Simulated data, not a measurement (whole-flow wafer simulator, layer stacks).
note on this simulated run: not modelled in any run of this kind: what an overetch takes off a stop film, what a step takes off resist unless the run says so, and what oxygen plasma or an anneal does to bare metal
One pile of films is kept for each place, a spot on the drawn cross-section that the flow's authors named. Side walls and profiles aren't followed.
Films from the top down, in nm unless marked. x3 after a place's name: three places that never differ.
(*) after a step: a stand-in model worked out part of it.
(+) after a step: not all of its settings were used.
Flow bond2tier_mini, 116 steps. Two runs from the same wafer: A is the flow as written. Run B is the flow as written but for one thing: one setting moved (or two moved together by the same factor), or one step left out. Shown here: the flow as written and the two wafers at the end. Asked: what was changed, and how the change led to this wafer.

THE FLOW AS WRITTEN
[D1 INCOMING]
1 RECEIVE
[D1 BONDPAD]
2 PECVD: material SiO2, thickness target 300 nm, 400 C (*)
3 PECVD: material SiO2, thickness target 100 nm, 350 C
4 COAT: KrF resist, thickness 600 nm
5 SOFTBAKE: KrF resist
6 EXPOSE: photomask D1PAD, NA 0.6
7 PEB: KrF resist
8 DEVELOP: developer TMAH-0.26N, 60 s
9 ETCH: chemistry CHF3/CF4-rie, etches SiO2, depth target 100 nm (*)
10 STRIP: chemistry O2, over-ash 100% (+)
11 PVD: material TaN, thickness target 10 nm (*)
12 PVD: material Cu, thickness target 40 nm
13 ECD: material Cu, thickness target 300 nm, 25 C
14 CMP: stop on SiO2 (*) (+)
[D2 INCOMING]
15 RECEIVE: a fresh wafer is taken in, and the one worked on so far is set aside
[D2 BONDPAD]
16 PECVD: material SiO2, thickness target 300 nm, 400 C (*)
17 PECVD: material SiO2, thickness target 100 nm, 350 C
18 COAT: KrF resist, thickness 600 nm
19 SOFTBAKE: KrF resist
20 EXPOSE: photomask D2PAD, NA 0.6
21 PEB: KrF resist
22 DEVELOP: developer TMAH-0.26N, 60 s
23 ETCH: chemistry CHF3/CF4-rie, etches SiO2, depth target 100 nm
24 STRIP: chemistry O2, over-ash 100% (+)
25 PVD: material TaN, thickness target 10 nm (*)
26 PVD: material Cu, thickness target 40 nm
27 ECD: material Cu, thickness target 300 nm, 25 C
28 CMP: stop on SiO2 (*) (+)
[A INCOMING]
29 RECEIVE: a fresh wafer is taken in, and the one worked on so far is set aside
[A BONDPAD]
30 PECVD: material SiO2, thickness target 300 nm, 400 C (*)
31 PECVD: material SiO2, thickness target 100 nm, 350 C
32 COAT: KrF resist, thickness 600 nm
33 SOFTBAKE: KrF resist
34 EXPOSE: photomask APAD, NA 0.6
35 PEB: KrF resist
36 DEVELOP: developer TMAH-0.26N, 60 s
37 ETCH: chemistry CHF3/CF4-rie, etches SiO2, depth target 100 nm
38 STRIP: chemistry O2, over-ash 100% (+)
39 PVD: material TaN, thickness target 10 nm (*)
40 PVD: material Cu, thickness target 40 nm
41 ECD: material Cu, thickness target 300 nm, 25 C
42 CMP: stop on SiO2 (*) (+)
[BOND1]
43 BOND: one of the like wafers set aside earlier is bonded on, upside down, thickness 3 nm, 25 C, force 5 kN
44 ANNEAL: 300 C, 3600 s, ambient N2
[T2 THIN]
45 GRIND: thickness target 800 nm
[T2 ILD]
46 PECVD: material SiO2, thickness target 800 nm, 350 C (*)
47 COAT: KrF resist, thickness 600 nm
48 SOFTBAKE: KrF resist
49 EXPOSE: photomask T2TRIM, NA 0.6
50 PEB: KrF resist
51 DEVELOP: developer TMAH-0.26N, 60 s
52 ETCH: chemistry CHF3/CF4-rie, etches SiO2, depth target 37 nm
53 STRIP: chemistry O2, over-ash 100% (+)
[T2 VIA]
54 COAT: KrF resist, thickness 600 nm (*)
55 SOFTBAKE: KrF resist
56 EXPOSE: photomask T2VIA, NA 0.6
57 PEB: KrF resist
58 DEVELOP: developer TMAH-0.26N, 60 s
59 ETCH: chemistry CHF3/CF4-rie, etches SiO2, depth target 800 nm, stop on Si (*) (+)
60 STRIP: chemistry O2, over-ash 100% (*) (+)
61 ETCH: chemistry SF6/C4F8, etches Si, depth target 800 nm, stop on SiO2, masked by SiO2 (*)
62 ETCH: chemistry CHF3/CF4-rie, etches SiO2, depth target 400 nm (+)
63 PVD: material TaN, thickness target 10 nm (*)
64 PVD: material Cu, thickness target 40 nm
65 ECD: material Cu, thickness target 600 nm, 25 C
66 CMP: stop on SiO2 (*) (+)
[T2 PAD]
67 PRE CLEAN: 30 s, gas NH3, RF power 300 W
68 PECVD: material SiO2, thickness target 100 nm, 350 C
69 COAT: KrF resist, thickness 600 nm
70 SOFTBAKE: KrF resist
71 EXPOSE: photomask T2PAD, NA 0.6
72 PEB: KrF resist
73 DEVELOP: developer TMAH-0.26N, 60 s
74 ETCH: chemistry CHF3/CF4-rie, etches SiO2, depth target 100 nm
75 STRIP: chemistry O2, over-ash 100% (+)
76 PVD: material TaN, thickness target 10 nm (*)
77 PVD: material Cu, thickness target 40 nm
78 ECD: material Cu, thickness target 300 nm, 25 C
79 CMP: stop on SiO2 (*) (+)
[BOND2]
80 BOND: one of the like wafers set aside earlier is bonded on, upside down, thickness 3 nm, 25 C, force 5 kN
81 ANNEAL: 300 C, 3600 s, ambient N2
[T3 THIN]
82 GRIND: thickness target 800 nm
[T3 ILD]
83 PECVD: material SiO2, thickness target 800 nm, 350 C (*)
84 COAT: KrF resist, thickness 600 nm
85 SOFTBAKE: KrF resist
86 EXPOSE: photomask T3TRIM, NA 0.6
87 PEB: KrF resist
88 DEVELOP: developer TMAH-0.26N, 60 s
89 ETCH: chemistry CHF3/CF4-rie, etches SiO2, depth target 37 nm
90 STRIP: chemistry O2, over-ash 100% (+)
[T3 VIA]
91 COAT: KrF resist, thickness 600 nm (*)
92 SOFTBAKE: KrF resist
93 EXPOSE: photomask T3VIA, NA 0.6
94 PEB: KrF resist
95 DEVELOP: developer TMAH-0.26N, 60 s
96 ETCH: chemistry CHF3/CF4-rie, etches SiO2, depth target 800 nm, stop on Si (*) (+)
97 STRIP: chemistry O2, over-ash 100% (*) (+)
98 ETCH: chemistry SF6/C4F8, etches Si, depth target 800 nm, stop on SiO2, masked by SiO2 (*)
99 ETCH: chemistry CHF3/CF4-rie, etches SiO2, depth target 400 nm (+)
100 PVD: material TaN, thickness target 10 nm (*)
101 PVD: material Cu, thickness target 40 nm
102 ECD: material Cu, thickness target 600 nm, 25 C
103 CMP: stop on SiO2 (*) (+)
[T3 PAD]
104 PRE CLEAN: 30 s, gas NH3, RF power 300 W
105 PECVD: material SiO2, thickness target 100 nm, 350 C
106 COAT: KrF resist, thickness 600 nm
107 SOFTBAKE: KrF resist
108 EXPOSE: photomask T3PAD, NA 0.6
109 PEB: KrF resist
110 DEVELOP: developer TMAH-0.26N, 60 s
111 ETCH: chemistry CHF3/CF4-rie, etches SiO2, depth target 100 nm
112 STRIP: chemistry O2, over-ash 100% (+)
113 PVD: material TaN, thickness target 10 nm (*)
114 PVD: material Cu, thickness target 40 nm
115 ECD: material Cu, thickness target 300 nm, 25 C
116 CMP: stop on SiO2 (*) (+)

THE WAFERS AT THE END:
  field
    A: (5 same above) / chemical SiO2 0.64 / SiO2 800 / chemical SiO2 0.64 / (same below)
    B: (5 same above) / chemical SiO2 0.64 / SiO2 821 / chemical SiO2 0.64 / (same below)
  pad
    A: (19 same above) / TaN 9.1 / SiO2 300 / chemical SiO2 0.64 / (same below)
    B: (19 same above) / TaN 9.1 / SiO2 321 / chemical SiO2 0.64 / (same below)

The cause: step 31, PECVD: thickness target 121 nm was run, where the flow has thickness target 100 nm.

How the change led to this, step by step:
  31 PECVD: material SiO2, thickness target 100 nm, 350 C
      field, pad, via: A SiO2 +100 | B SiO2 +121
